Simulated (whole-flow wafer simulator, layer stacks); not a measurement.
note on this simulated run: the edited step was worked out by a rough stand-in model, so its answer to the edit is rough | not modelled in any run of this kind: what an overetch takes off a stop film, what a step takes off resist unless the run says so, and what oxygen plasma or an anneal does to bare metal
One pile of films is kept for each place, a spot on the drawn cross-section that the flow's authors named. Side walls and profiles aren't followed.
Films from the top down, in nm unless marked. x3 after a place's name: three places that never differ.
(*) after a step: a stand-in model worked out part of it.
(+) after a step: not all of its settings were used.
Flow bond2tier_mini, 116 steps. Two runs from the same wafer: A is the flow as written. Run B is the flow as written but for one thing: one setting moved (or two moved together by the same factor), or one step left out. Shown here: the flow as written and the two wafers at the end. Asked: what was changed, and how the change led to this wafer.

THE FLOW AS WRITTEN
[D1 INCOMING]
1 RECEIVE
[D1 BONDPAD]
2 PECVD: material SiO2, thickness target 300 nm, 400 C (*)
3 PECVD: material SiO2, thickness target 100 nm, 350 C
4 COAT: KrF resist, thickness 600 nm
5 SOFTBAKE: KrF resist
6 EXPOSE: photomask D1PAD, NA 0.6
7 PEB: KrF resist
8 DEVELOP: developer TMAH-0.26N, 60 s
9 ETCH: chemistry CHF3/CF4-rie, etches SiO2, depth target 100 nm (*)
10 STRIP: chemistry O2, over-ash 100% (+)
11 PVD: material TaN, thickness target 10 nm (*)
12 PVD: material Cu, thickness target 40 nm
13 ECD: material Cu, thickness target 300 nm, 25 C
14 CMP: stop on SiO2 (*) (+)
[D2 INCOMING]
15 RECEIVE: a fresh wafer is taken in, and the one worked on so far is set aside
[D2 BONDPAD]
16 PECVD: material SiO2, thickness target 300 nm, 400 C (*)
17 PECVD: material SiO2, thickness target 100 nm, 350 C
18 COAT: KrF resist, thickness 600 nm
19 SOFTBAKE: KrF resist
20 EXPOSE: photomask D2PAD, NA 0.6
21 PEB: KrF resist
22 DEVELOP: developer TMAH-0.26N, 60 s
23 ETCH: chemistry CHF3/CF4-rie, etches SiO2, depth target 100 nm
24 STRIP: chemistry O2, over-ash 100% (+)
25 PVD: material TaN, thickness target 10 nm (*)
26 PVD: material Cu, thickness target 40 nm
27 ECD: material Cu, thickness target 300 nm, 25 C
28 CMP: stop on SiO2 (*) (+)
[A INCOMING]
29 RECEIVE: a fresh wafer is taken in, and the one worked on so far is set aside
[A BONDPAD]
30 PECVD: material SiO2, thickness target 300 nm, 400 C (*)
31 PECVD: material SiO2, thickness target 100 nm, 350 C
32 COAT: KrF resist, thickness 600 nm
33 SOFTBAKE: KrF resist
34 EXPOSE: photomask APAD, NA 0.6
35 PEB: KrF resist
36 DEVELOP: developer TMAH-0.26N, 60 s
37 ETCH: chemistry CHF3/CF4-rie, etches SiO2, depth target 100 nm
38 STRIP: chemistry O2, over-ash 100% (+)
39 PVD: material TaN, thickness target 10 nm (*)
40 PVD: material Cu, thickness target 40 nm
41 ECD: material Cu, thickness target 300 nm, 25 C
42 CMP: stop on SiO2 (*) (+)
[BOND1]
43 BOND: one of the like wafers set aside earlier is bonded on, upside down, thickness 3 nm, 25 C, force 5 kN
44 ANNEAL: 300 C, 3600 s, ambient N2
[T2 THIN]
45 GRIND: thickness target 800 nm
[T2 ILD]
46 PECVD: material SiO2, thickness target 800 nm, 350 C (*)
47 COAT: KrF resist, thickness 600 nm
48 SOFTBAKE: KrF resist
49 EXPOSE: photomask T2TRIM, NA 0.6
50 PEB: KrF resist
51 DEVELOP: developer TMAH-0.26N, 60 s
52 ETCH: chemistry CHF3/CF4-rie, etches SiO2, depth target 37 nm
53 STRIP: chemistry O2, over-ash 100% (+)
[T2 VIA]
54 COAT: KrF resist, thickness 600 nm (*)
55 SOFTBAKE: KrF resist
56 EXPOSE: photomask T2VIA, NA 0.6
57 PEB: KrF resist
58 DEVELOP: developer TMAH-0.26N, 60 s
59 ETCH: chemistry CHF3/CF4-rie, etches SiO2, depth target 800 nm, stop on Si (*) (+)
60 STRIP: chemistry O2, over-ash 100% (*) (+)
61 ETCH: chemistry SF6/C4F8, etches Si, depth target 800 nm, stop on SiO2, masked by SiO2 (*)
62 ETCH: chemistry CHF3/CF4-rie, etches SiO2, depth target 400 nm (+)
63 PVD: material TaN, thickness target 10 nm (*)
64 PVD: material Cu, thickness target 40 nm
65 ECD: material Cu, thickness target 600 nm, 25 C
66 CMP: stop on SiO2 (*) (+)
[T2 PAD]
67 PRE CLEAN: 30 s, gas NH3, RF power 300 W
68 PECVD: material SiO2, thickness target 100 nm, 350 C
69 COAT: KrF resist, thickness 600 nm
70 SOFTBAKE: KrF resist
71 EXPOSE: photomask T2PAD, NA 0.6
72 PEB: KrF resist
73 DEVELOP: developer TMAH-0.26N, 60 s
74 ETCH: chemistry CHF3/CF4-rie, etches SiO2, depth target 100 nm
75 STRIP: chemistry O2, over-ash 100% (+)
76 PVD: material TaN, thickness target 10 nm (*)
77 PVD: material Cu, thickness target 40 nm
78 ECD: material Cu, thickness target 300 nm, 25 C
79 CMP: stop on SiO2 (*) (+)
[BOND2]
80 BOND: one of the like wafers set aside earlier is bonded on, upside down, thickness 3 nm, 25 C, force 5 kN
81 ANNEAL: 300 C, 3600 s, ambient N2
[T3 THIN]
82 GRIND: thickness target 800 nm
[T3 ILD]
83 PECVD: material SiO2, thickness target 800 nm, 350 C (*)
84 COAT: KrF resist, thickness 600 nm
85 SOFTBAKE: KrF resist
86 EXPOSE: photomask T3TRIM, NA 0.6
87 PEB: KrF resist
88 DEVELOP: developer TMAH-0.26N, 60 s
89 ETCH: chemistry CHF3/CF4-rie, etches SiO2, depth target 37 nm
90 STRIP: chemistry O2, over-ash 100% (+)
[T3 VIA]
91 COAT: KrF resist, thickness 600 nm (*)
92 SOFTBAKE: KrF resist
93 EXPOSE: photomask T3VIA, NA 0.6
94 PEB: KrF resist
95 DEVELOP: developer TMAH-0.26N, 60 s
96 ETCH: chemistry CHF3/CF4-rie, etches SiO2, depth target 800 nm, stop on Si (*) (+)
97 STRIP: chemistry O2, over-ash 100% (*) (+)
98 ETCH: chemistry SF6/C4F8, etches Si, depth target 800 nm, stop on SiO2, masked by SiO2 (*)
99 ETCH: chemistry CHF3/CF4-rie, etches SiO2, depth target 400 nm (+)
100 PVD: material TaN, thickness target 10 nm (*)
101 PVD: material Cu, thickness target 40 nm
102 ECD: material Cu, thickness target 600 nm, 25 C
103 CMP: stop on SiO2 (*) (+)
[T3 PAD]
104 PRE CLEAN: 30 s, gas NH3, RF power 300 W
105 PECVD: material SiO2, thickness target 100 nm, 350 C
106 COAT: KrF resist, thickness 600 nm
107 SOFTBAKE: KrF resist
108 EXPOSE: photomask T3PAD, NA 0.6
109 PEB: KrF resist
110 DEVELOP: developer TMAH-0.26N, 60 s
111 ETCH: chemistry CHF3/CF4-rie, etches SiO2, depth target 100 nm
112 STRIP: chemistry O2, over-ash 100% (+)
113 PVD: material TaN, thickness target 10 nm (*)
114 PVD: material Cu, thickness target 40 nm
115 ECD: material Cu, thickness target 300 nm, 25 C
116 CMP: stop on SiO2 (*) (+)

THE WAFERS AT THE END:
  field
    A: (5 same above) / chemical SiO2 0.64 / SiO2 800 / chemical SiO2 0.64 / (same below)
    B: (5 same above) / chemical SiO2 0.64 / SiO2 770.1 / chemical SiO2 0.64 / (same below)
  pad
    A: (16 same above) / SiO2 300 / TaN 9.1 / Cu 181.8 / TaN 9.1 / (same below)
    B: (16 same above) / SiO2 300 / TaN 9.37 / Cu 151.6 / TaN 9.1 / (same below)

The cause: step 3, PECVD: thickness target 70.1 nm was run, where the flow has thickness target 100 nm; step 9, ETCH: depth target 70.1 nm was run, where the flow has depth target 100 nm.

How the change led to this, step by step:
  3 PECVD: material SiO2, thickness target 100 nm, 350 C
      field, pad, via: A SiO2 +100 | B SiO2 +70.1
  9 ETCH: chemistry CHF3/CF4-rie, etches SiO2, depth target 100 nm (*)
      pad, via: A SiO2 -100 | B SiO2 -70.1
      field: A KrF resist -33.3 | B KrF resist -23.4
  12 PVD: material Cu, thickness target 40 nm
      pad: A Cu +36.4 (new film) | B Cu +37.5 (new film)
  13 ECD: material Cu, thickness target 300 nm, 25 C
      pad: A Cu +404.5 | B Cu +373.3
      via: A Cu +400.2 | B Cu +370.2
  43 BOND: one of the like wafers set aside earlier is bonded on, upside down, thickness 3 nm, 25 C, force 5 kN
      field: A Si +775 um (new film), chemical SiO2 +0.64 (new film), SiO2 +400 | B Si +775 um (new film), chemical SiO2 +0.64 (new film), SiO2 +370.1
      pad: A Si +775 um (new film), chemical SiO2 +0.64 (new film), SiO2 +300 (new film), TaN +9.1 (new film), Cu +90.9 | B Si +775 um (new film), chemical SiO2 +0.64 (new film), SiO2 +300 (new film), TaN +9.37 (new film), Cu +60.7
      (and at 1 more place)
